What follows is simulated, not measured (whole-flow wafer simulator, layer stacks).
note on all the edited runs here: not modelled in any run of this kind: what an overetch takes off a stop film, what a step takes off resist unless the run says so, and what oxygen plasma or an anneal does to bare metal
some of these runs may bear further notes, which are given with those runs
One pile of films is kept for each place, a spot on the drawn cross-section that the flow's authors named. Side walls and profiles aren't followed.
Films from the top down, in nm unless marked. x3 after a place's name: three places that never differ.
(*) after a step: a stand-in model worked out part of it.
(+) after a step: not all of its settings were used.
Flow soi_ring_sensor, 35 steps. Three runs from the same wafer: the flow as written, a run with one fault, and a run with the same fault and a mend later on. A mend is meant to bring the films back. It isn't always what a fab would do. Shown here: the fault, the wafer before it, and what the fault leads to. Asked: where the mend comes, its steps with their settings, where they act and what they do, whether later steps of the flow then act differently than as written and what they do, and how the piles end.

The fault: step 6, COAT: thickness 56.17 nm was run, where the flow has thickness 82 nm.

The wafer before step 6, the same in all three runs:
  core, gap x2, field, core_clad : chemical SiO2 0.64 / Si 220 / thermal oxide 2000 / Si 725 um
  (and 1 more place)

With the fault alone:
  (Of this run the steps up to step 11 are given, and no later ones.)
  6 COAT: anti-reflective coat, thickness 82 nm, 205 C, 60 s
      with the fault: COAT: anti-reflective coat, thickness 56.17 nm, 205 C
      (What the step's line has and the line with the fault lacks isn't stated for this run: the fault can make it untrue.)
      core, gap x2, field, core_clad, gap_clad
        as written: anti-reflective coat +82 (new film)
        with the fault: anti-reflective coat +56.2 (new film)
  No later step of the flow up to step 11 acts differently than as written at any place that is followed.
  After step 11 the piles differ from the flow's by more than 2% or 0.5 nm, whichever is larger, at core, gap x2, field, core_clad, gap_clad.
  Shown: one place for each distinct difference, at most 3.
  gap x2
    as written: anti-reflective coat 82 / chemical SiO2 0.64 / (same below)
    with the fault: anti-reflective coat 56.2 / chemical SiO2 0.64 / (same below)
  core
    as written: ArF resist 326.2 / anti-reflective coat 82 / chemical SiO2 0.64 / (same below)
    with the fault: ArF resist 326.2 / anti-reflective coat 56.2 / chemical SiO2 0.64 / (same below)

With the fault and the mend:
  The mend comes after step 11.
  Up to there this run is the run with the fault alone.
  11a STRIP: 180 s, gas O2, power 300 W (*) (+)
      gap x2, field, gap_clad
        anti-reflective coat -56.2 (all of it), chemical SiO2 +0.6, Si -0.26
      core, core_clad
        ArF resist -326.2 (all of it), anti-reflective coat -56.2 (all of it), chemical SiO2 +0.6, Si -0.26
  11b DEHYDRATE: 150 C, 120 s (the flow's step 4 once more)
      changes no film at any place that is followed
  11c HMDS: 120 C, 60 s (the flow's step 5 once more)
      changes no film at any place that is followed
  11d COAT: anti-reflective coat, thickness 82 nm, 205 C, 60 s (the flow's step 6 once more)
      core, gap x2, field, core_clad, gap_clad
        anti-reflective coat +82 (new film)
  11e COAT: ArF resist, thickness 330 nm (the flow's step 7 once more)
      core, gap x2, field, core_clad, gap_clad
        ArF resist +330 (new film)
  11f SOFTBAKE: ArF resist (the flow's step 8 once more)
      changes no film at any place that is followed
  11g EXPOSE: photomask WG, dose 42.3 mJ/cm2, NA 0.85, wavelength 193 nm (*) (the flow's step 9 once more)
      changes no film at any place that is followed
  11h PEB: ArF resist (the flow's step 10 once more)
      core, gap x2, field, core_clad, gap_clad
        ArF resist -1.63
  11i DEVELOP: ArF resist, thickness 330 nm, 60 s (the flow's step 11 once more)
      gap x2, field, gap_clad
        ArF resist -328.4 (all of it)
      core, core_clad
        ArF resist -2.2
  Later steps of the flow that act differently than as written (4 more steps differ only slightly, by at most 2% or 0.5 nm, whichever is larger, and aren't shown):
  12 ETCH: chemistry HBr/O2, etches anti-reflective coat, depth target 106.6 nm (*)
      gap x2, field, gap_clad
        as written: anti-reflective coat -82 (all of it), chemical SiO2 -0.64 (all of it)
        with the mend: anti-reflective coat -82 (all of it), chemical SiO2 -1.24 (all of it)
  At the end the piles differ from the flow's only slightly at the places that both follow, by at most 2% or 0.5 nm, whichever is larger.
